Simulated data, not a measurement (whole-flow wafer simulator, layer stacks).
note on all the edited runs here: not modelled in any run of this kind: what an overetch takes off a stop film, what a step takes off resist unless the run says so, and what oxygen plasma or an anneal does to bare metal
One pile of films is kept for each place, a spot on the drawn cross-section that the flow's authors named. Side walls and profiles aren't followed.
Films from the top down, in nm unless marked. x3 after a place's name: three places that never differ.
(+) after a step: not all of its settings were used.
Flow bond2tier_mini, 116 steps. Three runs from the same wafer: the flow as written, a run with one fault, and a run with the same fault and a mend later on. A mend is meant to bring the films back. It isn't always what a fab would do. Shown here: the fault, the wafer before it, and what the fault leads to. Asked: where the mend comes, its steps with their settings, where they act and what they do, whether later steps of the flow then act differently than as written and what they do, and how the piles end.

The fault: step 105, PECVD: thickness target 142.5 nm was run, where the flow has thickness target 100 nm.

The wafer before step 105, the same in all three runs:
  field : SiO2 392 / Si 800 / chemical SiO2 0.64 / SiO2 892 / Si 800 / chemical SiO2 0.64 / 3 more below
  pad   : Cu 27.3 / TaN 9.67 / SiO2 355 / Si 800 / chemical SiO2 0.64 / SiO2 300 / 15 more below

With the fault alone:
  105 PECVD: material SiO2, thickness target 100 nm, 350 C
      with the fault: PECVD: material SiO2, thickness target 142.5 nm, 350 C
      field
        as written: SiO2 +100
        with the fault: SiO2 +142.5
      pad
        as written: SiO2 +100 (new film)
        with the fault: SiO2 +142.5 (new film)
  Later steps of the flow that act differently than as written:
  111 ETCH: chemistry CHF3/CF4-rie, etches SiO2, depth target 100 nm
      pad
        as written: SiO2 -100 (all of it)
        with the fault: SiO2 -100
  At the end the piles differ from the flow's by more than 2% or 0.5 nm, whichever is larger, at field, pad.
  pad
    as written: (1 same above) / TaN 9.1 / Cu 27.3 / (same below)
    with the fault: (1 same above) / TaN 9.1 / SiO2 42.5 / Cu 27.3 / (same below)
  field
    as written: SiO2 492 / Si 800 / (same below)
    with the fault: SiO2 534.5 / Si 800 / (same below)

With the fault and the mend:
  The mend comes after step 110.
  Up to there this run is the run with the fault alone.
  110a STRIP: chemistry O2, over-ash 100% (+)
      field
        KrF resist -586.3 (all of it)
  110b ETCH: chemistry CHF3/CF4-rie, etches SiO2, depth target 42.5 nm (the flow's step 62 once more, with other settings)
      field, pad
        SiO2 -42.5
  110c COAT: KrF resist, thickness 600 nm (the flow's step 106 once more)
      field, pad
        KrF resist +600 (new film)
  110d SOFTBAKE: KrF resist (the flow's step 107 once more)
      changes no film at any place that is followed
  110e EXPOSE: photomask T3PAD, NA 0.6 (the flow's step 108 once more)
      changes no film at any place that is followed
  110f PEB: KrF resist (the flow's step 109 once more)
      changes no film at any place that is followed
  110g DEVELOP: developer TMAH-0.26N, 60 s (the flow's step 110 once more)
      field
        KrF resist -13.7
      pad
        KrF resist -600 (all of it)
  No later step of the flow acts differently than as written at any place that is followed.
  At the end the piles are the same as the flow's at every place that both follow.
